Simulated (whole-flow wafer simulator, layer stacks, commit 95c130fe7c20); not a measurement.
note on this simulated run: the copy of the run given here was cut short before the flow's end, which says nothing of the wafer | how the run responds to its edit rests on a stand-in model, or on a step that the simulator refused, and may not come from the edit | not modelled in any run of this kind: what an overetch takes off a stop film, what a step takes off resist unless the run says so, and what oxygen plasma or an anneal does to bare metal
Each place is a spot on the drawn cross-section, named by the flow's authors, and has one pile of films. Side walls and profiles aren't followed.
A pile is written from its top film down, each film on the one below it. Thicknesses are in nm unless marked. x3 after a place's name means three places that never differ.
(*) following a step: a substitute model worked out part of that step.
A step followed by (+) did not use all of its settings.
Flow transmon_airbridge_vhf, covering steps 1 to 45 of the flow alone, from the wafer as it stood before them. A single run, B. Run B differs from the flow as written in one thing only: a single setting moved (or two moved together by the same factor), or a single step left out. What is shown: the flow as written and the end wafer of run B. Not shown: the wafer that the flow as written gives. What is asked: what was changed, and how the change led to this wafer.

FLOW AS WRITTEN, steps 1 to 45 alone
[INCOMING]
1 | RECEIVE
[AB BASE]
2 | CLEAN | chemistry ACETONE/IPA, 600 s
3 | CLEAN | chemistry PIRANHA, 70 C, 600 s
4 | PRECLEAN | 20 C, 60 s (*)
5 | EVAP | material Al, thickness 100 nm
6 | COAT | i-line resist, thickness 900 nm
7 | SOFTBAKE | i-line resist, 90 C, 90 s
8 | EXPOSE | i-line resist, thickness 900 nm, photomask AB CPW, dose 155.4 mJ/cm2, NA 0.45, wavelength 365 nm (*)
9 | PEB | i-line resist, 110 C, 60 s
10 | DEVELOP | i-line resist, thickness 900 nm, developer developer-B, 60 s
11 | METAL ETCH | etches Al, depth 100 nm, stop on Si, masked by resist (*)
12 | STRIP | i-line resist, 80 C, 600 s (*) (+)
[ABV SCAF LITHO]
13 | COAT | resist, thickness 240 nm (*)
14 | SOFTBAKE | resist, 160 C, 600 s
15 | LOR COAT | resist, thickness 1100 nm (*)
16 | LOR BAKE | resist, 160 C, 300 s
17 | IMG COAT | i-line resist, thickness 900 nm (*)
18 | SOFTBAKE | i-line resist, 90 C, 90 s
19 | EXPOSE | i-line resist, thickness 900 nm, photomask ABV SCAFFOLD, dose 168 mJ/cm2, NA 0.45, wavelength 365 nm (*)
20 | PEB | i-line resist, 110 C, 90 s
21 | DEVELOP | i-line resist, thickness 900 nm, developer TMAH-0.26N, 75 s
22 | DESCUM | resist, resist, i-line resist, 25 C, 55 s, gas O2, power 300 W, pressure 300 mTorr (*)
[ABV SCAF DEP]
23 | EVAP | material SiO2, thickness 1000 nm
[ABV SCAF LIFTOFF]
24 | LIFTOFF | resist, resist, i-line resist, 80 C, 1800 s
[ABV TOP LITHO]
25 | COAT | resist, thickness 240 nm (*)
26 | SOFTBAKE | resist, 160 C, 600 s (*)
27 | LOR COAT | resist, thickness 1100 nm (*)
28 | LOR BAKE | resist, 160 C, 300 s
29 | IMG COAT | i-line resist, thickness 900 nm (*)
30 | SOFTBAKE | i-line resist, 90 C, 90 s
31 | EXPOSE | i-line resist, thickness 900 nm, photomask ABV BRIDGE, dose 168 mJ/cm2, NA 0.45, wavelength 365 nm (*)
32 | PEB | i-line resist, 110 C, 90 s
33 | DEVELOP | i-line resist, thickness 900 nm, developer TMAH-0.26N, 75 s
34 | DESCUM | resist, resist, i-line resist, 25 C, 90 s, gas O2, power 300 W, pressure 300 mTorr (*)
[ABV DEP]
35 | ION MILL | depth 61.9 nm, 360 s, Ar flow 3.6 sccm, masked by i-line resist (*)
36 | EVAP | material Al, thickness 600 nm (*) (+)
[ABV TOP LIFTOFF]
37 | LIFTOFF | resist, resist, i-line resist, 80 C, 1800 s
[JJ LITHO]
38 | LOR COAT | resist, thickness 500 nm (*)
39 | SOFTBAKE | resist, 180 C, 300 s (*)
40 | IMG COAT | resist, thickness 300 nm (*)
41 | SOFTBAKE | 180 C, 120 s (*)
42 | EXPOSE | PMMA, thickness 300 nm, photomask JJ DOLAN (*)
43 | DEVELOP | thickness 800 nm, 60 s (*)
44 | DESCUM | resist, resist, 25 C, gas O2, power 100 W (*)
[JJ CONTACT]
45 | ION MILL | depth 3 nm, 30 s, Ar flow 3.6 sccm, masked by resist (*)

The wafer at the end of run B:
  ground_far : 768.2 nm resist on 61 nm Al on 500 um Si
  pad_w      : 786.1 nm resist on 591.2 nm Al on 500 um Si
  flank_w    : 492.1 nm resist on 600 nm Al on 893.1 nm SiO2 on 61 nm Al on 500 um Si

Cause: step 5, EVAP: thickness 61 nm was run, while the flow as written has thickness 100 nm.
The wafer itself shows it: ground_far has Al 61, and step 5 as written asks for 100 nm.

Step by step, how the change led to this:
  5 | EVAP | material Al, thickness 100 nm
      field x3, jj_line, ground_far and 12 more: +61 Al (new film) (it would be, as written: +100 Al (new film))
  11 | METAL ETCH | etches Al, depth 100 nm, stop on Si, masked by resist (*)
      ground_far, pad_w, flank_w and 8 more: -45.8 i-line resist (it would be, as written: -50 i-line resist)
      field x3, jj_line, gap_w, gap_e: -61 Al (all of it) (it would be, as written: -100 Al (all of it))
  13 | COAT | resist, thickness 240 nm (*)
      flank_w, flank_e: +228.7 resist (new film) (it would be, as written: +222.3 resist (new film))
  22 | DESCUM | resist, resist, i-line resist, 25 C, 55 s, gas O2, power 300 W, pressure 300 mTorr (*)
      flank_w, flank_e: -228.7 resist (all of it) (it would be, as written: -222.3 resist (all of it))
  25 | COAT | resist, thickness 240 nm (*)
      flank_w, flank_e: +157 resist (new film) (it would be, as written: +152.6 resist (new film))
  34 | DESCUM | resist, resist, i-line resist, 25 C, 90 s, gas O2, power 300 W, pressure 300 mTorr (*)
      flank_w, flank_e: -157 resist (all of it) (it would be, as written: -152.6 resist (all of it))
  35 | ION MILL | depth 61.9 nm, 360 s, Ar flow 3.6 sccm, masked by i-line resist (*)
      pad_w, pad_e: -61 Al (all of it), -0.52 Si (it would be, as written: -61.9 Al)
  36 | EVAP | material Al, thickness 600 nm (*) (+)
      pad_w, pad_e: +591.2 Al (new film) (it would be, as written: +591.2 Al)
  40 | IMG COAT | resist, thickness 300 nm (*)
      flank_w, flank_e: +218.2 resist (it would be, as written: +212.1 resist)
